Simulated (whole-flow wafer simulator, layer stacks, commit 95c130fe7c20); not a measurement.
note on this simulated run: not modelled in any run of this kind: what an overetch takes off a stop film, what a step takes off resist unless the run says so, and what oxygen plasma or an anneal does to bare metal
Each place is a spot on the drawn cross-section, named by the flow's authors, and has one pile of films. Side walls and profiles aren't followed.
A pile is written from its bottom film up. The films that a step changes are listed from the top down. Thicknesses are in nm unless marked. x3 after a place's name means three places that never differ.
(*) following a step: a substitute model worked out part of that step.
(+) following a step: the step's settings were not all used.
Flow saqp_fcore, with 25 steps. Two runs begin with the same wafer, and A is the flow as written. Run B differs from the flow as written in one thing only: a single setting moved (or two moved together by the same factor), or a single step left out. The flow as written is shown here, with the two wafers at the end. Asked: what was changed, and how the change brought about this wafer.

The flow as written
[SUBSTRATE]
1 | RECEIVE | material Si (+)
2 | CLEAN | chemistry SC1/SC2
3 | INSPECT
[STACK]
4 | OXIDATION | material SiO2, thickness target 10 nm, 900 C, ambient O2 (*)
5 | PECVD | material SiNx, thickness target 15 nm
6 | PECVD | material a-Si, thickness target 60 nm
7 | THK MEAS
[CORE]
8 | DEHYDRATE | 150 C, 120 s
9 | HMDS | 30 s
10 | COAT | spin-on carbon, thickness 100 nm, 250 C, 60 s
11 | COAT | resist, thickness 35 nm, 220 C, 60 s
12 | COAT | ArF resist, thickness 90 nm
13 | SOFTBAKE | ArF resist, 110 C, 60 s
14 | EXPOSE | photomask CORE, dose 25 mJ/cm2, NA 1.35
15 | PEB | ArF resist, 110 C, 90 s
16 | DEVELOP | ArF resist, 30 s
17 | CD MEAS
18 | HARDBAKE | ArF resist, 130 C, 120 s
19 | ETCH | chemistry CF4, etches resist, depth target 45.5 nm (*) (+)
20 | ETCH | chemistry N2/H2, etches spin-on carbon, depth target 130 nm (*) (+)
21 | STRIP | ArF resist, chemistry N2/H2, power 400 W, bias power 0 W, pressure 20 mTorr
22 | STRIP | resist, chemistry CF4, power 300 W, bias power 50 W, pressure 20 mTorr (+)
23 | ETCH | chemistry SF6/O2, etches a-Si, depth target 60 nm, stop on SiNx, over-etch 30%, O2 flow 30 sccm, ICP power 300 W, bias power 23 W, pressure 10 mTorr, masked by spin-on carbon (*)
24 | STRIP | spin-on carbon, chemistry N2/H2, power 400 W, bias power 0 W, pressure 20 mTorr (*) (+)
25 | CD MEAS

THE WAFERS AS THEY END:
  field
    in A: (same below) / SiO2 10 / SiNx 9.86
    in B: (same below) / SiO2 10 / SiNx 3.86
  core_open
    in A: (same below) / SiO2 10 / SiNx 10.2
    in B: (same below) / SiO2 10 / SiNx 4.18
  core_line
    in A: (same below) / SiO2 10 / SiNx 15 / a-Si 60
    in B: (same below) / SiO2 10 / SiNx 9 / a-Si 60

The reason: step 5, PECVD: thickness target 9 nm was run, though the flow has thickness target 15 nm.
The wafer itself shows it: core_line has SiNx 9, and step 5 as written asks for 15 nm.

How this came from the change, step by step:
  5 | PECVD | material SiNx, thickness target 15 nm
      field, core_open, core_line: A SiNx gains 15 (new film) | B SiNx gains 9 (new film)
